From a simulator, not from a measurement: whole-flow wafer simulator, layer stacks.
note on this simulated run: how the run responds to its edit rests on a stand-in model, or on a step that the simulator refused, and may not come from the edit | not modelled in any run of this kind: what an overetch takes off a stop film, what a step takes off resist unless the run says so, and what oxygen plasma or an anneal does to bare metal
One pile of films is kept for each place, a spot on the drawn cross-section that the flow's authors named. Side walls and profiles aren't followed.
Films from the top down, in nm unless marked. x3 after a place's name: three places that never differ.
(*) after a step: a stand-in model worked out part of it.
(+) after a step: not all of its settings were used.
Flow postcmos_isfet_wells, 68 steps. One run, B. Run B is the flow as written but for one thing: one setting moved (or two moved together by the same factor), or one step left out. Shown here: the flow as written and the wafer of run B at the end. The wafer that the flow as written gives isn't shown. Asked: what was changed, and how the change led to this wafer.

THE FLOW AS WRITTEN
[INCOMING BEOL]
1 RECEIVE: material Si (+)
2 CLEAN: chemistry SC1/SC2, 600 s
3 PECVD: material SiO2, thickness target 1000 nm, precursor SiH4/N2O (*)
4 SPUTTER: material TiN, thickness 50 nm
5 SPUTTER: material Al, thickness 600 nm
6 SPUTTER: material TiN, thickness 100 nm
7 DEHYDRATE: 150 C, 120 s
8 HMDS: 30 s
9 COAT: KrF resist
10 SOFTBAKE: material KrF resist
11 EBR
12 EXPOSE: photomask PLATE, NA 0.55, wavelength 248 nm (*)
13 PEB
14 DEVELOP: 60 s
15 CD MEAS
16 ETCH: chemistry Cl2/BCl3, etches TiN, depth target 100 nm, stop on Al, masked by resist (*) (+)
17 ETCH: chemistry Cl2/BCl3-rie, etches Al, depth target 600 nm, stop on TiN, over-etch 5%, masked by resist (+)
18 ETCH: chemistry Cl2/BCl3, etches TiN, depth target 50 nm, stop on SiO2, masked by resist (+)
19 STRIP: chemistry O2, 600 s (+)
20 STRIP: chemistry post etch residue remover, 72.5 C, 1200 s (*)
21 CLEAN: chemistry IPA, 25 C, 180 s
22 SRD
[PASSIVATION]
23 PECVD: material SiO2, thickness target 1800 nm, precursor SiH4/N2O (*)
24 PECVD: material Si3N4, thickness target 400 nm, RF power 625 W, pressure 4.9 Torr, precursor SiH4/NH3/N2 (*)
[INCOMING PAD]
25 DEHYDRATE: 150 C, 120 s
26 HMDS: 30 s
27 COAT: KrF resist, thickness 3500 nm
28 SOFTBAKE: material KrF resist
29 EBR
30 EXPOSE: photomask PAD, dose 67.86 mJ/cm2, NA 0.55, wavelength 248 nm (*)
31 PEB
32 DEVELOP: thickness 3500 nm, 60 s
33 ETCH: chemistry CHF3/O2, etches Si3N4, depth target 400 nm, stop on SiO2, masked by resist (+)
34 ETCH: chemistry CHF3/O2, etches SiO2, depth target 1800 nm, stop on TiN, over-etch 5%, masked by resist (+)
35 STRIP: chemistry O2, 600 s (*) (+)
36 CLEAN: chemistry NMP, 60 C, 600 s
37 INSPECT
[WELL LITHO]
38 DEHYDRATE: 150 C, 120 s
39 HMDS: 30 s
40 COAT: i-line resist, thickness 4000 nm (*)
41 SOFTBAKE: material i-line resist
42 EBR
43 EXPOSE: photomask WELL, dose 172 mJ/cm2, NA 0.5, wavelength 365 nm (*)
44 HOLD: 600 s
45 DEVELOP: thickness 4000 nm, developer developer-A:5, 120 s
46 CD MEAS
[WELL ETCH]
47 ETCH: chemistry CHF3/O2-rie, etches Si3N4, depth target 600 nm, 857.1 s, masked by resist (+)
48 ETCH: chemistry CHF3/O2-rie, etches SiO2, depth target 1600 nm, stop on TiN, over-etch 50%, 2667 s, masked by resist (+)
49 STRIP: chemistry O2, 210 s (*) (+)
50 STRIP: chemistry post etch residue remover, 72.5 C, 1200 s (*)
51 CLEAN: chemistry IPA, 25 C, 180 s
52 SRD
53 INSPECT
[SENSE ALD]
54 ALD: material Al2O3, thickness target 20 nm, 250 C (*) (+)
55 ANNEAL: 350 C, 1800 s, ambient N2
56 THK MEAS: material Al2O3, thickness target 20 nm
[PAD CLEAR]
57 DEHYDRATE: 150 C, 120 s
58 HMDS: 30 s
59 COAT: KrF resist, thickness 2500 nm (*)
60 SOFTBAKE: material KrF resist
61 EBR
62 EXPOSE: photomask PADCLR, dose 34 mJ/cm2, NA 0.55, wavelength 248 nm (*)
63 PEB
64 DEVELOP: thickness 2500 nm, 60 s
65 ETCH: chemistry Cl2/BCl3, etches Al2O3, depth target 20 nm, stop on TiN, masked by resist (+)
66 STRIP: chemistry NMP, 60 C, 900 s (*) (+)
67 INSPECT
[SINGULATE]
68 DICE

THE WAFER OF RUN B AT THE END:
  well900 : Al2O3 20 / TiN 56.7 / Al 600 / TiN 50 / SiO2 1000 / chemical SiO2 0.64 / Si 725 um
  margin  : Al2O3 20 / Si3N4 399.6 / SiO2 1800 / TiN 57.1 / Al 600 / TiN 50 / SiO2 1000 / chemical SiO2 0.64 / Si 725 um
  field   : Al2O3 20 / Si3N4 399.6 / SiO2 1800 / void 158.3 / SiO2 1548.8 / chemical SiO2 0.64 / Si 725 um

The cause: step 6, SPUTTER: thickness 57.5 nm was run, where the flow has thickness 100 nm.

How the change led to this, step by step:
  6 SPUTTER: material TiN, thickness 100 nm
      field, margin, well900, well1300 x3, pad_rim, pad_clr, pad_open: TiN +57.5 (new film) (as written it would be: TiN +100 (new film))
  16 ETCH: chemistry Cl2/BCl3, etches TiN, depth target 100 nm, stop on Al, masked by resist (*) (+)
      margin, well900, well1300 x3, pad_rim, pad_clr, pad_open: KrF resist -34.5 (as written it would be: KrF resist -40)
      field: TiN -57.5 (all of it) (as written it would be: TiN -100 (all of it))
  23 PECVD: material SiO2, thickness target 1800 nm, precursor SiH4/N2O (*)
      field: SiO2 +1800 (new film), void +158.3 (new film), SiO2 +548.8 (as written it would be: SiO2 +1800 (new film), void +189.9 (new film), SiO2 +559.7)
